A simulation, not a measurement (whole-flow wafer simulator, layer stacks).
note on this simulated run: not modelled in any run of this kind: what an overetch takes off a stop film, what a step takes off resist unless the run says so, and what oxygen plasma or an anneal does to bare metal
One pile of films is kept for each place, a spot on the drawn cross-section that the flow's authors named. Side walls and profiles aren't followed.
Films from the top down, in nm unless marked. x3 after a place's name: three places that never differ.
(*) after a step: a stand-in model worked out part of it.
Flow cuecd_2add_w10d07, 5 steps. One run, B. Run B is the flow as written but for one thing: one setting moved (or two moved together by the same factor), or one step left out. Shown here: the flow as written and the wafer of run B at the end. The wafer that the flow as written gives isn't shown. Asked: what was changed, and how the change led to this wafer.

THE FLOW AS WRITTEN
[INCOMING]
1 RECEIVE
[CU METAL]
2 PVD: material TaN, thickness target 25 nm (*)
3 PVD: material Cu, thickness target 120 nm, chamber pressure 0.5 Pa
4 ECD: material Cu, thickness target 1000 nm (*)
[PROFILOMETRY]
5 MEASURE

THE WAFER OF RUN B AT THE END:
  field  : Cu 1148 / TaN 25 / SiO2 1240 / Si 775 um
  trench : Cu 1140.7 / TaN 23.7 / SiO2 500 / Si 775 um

The cause: step 3, PVD: thickness target 148 nm was run, where the flow has thickness target 120 nm.

How the change led to this, step by step:
  3 PVD: material Cu, thickness target 120 nm, chamber pressure 0.5 Pa
      field: Cu +148 (new film) (as written it would be: Cu +120 (new film))
      trench: Cu +140.7 (new film) (as written it would be: Cu +114 (new film))
